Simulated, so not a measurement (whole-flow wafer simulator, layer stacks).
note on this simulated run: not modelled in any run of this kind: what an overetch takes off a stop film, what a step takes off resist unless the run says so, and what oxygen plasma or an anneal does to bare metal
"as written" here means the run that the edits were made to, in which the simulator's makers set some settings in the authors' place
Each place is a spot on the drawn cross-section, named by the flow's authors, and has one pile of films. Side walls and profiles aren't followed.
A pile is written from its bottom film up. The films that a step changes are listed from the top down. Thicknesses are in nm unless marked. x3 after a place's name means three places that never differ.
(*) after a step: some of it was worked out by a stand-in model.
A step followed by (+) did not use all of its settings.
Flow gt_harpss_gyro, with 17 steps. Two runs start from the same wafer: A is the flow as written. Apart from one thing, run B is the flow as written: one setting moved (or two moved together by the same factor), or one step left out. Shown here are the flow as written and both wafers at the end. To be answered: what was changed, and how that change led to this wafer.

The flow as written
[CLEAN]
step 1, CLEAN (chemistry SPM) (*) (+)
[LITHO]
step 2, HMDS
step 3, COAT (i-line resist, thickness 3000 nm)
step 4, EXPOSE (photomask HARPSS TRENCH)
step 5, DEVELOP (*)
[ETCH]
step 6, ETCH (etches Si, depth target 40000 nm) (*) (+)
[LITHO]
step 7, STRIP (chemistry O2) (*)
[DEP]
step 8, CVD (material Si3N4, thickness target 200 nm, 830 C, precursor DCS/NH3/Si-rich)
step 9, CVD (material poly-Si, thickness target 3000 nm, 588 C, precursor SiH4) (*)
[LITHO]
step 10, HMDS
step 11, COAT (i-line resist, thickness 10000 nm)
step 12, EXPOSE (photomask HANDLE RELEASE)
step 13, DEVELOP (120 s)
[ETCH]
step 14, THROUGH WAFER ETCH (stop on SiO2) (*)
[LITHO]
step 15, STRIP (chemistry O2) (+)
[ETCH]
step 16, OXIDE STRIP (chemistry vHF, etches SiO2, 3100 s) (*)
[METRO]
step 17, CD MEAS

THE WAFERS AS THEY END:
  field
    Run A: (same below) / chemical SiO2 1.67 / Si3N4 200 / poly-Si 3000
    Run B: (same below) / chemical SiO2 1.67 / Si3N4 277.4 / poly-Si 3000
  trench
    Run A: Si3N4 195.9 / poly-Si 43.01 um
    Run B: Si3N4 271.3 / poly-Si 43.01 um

Cause: step 8, CVD: thickness target 277.4 nm was run, whereas the flow has thickness target 200 nm.
The wafer lets one read it off: field has Si3N4 277.4, and step 8 as written asks for 200 nm.

How this came from the change, step by step:
  step 8, CVD (material Si3N4, thickness target 200 nm, 830 C, precursor DCS/NH3/Si-rich)
      field: A +200 Si3N4 (new film) | B +277.4 Si3N4 (new film)
      trench: A +195.9 Si3N4 (new film) | B +271.3 Si3N4 (new film)
